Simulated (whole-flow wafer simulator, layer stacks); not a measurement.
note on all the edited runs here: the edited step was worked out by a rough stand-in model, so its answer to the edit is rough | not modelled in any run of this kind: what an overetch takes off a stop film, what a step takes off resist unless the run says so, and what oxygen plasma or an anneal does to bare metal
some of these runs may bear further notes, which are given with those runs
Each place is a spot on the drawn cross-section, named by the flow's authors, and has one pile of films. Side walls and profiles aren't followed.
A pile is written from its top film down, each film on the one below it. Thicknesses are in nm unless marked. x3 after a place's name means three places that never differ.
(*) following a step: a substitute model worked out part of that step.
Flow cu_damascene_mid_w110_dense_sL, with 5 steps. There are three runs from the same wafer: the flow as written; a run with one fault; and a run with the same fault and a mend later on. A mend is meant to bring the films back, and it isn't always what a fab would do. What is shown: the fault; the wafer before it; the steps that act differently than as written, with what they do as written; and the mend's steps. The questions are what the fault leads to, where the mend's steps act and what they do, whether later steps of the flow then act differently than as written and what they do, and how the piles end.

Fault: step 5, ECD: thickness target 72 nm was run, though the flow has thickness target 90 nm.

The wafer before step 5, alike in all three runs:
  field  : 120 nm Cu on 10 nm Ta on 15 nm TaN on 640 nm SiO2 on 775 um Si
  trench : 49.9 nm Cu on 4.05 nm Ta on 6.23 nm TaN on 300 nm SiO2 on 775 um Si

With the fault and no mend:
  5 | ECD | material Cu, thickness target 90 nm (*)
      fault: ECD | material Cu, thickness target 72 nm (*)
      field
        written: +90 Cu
        fault: +72 Cu
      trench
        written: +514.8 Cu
        fault: +496.8 Cu
  Every later step of the flow that is run acts as written at every place that is followed.
  At field, trench, the piles at the end differ from the flow's by more than 2% or 0.5 nm, whichever is larger.
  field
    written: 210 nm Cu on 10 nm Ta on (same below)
    fault: 192 nm Cu on 10 nm Ta on (same below)
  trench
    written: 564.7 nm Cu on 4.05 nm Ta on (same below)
    fault: 546.7 nm Cu on 4.05 nm Ta on (same below)

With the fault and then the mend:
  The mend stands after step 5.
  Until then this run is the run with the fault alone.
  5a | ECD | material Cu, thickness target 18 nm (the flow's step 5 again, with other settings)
      field, trench
        +18 Cu
  Every later step of the flow that is run acts as written at every place that is followed.
  By the end, the piles equal the flow's at every place that both follow.
